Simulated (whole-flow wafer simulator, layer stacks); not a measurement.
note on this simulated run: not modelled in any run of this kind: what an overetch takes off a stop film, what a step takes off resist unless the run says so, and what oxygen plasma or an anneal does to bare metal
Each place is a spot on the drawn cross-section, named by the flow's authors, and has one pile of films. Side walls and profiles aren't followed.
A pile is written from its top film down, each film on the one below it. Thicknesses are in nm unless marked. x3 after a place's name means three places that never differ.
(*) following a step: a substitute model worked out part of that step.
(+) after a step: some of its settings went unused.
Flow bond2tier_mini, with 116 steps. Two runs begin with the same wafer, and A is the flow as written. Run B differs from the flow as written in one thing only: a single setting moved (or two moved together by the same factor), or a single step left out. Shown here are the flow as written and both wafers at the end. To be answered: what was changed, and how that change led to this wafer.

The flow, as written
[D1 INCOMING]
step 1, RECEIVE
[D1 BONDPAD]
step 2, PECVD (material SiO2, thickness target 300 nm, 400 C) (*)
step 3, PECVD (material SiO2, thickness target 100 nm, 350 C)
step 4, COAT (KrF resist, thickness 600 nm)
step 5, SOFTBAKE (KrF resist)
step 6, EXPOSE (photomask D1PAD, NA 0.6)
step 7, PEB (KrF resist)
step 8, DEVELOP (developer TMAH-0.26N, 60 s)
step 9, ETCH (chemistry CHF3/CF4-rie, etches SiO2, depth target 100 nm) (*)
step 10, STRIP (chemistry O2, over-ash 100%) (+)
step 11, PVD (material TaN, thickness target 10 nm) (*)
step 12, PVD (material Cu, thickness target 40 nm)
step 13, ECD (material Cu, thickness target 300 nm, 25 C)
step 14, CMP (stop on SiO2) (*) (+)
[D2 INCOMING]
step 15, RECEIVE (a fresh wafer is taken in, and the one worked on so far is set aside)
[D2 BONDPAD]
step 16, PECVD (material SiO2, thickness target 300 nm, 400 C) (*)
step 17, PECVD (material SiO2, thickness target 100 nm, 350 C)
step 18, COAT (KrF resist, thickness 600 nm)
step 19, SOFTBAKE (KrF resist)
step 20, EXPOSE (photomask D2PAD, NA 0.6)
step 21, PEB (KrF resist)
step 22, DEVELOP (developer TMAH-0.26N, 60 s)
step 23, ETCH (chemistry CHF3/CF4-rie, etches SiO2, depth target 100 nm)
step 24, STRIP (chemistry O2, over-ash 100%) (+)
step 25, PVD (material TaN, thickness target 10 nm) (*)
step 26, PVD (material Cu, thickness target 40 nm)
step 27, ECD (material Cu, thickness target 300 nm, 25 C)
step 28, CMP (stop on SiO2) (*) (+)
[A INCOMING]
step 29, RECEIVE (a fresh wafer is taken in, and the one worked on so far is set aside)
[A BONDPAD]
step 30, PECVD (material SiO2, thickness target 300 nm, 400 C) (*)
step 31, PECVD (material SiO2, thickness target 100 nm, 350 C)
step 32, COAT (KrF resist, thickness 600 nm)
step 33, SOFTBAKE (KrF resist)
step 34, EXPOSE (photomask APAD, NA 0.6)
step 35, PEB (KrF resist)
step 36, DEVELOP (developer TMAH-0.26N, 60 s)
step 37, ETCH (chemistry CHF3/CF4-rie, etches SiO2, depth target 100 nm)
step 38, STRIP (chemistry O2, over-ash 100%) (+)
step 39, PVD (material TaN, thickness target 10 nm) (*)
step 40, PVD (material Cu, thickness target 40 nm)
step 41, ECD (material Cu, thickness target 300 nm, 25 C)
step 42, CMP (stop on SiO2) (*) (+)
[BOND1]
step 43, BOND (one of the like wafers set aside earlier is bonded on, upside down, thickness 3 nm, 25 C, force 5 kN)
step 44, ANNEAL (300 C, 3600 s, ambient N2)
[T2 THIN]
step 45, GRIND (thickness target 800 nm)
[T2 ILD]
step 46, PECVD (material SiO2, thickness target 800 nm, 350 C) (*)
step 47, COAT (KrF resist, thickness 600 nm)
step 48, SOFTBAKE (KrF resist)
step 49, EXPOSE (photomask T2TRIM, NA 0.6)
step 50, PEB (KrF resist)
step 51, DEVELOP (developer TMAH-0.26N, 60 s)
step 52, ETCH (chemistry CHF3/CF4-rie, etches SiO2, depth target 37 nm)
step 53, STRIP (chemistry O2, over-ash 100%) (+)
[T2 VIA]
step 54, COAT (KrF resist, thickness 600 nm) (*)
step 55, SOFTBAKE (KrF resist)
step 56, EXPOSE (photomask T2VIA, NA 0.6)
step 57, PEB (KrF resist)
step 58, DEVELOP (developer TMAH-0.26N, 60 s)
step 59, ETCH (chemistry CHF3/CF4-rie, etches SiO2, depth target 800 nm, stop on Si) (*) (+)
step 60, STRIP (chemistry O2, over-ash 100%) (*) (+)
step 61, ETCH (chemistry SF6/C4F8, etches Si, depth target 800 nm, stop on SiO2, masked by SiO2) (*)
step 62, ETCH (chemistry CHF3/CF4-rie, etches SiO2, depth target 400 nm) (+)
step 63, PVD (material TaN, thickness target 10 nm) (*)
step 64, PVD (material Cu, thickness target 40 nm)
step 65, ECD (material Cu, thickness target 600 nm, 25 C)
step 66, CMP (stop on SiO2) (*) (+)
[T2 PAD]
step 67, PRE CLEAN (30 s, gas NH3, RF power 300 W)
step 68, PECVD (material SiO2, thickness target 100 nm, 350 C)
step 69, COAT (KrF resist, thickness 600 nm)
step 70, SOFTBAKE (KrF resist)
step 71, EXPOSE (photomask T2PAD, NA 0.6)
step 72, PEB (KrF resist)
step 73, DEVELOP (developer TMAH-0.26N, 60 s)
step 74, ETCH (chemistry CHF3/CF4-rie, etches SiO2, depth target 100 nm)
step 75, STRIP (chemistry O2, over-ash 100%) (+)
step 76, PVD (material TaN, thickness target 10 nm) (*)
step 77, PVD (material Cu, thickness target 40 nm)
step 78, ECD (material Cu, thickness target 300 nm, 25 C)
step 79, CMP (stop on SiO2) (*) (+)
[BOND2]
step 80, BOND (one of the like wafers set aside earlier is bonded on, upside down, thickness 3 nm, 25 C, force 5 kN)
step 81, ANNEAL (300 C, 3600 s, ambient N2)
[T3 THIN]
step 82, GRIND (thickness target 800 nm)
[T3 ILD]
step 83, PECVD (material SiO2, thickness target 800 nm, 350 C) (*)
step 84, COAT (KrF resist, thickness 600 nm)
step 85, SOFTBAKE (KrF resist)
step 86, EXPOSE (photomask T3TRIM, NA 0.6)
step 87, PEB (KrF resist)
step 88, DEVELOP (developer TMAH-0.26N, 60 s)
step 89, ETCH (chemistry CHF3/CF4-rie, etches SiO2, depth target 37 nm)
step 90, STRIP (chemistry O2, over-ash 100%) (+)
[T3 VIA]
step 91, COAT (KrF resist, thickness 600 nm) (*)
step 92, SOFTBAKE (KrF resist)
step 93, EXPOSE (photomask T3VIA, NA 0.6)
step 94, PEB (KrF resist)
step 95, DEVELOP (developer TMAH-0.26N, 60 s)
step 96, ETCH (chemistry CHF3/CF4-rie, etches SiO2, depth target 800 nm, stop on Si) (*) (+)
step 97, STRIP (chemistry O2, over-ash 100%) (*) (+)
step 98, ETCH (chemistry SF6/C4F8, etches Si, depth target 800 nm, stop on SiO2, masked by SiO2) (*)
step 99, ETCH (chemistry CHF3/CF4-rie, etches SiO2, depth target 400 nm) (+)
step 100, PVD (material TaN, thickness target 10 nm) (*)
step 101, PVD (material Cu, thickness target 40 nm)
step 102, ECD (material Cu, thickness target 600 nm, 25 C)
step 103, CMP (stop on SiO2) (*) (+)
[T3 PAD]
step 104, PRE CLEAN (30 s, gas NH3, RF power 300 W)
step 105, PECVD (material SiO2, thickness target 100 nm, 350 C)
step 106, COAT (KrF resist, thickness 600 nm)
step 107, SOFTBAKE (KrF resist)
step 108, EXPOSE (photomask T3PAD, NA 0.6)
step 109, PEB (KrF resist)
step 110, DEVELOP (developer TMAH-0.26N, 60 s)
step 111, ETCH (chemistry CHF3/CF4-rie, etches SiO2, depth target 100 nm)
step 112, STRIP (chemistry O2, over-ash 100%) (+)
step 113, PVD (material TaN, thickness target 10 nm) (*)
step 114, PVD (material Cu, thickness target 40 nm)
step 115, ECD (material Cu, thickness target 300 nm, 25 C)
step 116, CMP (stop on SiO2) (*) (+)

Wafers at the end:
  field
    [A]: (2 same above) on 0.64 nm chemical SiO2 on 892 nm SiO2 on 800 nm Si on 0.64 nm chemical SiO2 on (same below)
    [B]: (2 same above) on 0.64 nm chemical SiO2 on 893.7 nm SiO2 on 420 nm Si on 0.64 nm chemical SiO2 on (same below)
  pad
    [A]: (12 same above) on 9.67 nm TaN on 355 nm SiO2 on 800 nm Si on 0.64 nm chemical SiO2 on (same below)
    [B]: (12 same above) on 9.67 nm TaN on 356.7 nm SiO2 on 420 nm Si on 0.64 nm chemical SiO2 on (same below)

The reason: step 45, GRIND: thickness target 420 nm was run, whereas the flow has thickness target 800 nm.
The wafer itself shows it: field has Si 420, and step 45 as written asks for 800 nm.

Step by step, how the change led to this:
  step 45, GRIND (thickness target 800 nm)
      field, pad, via: A -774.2 um Si | B -774.58 um Si
  step 61, ETCH (chemistry SF6/C4F8, etches Si, depth target 800 nm, stop on SiO2, masked by SiO2) (*)
      field, pad: A -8 SiO2 | B -6.3 SiO2
